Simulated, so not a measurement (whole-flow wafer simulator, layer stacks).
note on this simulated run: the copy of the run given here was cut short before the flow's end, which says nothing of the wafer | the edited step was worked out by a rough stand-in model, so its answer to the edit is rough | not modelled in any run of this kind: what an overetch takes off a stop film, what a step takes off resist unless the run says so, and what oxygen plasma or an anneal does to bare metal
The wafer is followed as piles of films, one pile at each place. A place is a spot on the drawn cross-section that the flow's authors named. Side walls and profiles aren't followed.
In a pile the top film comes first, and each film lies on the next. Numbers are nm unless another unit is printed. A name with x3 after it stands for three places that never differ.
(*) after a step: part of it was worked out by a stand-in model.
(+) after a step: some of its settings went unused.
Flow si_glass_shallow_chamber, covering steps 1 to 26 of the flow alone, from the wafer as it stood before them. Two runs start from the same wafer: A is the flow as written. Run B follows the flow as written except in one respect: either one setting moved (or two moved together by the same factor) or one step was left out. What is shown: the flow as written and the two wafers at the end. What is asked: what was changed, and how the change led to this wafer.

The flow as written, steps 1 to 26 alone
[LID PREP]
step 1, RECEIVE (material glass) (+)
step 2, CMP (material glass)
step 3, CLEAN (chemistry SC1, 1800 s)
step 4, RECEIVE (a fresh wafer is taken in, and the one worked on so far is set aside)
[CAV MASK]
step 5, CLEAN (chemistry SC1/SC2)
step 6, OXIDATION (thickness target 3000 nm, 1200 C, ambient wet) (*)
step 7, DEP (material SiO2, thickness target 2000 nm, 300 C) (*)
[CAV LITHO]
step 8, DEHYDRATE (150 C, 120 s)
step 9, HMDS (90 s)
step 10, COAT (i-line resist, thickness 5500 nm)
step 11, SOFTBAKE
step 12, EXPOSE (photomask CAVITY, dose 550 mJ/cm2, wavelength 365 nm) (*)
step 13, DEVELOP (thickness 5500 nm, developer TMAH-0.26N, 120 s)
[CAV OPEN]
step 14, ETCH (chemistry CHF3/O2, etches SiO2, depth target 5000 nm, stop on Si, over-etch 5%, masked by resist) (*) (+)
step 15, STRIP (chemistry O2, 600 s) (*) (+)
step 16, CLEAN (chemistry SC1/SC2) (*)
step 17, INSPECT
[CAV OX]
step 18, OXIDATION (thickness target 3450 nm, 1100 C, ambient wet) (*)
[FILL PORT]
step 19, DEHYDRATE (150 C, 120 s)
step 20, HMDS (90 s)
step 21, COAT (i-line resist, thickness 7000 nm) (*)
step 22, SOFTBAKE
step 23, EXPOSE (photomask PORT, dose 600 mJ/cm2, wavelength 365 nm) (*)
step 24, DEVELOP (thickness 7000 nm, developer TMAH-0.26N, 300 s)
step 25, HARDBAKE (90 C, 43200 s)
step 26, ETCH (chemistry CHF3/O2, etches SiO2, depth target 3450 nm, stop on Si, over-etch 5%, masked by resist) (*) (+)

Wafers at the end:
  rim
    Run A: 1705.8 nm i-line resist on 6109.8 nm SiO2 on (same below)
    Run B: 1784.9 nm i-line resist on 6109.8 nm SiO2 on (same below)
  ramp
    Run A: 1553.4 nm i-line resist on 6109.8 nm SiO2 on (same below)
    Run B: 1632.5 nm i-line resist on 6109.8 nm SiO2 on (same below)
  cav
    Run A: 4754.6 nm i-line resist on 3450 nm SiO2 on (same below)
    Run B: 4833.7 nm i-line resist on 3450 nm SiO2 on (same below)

What caused this: step 26, ETCH: over-etch 2.25% was run, while the flow as written has over-etch 5%.

The path from the change to this, step by step:
  step 26, ETCH (chemistry CHF3/O2, etches SiO2, depth target 3450 nm, stop on Si, over-etch 5%, masked by resist) (*) (+)
      rim, ramp, cav, ring: A i-line resist loses 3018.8 | B i-line resist loses 2939.7
      port: A SiO2 loses 3450 (all of it), Si loses 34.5 | B SiO2 loses 3450 (all of it), Si loses 15.5
      (and at 1 other place as well)
